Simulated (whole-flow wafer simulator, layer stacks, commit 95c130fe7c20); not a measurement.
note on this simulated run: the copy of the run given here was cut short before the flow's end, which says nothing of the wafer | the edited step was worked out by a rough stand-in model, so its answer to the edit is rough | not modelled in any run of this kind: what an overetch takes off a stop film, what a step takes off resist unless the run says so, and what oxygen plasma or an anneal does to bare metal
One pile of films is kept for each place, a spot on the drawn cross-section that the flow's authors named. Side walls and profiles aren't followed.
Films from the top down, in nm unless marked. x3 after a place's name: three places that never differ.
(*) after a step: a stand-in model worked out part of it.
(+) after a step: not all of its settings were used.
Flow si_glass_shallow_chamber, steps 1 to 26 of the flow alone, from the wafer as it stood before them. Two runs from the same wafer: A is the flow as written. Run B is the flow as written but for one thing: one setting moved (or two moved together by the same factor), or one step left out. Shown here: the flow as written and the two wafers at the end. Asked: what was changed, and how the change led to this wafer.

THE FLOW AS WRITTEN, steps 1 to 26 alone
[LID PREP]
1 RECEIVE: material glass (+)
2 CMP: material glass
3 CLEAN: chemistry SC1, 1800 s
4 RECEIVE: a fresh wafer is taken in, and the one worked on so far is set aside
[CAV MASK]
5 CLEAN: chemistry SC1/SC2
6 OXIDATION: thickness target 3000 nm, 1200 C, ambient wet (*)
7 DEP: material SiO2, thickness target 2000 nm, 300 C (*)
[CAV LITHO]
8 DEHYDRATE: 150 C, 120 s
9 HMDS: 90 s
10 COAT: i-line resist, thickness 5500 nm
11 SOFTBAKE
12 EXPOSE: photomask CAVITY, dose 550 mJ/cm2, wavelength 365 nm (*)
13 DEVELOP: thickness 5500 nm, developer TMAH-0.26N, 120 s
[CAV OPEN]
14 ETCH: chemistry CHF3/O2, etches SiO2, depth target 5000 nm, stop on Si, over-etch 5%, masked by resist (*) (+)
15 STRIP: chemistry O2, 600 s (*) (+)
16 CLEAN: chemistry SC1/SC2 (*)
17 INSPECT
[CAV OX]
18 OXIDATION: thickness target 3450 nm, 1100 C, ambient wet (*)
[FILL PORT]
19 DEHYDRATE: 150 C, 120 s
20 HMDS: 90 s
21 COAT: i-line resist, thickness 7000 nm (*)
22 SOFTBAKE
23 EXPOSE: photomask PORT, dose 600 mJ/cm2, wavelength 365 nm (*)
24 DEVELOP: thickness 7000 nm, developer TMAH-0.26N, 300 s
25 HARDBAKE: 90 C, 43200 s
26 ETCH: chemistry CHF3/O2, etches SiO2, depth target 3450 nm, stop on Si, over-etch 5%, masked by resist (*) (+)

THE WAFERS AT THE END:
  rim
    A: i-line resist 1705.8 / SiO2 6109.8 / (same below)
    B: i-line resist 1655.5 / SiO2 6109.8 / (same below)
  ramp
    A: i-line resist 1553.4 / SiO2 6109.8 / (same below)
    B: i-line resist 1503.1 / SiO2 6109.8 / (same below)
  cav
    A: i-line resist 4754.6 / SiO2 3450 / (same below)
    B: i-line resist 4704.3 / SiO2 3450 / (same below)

The cause: step 26, ETCH: over-etch 6.75% was run, where the flow has over-etch 5%.

How the change led to this, step by step:
  26 ETCH: chemistry CHF3/O2, etches SiO2, depth target 3450 nm, stop on Si, over-etch 5%, masked by resist (*) (+)
      port: A SiO2 -3450 (all of it), Si -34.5 | B SiO2 -3450 (all of it), Si -46.6
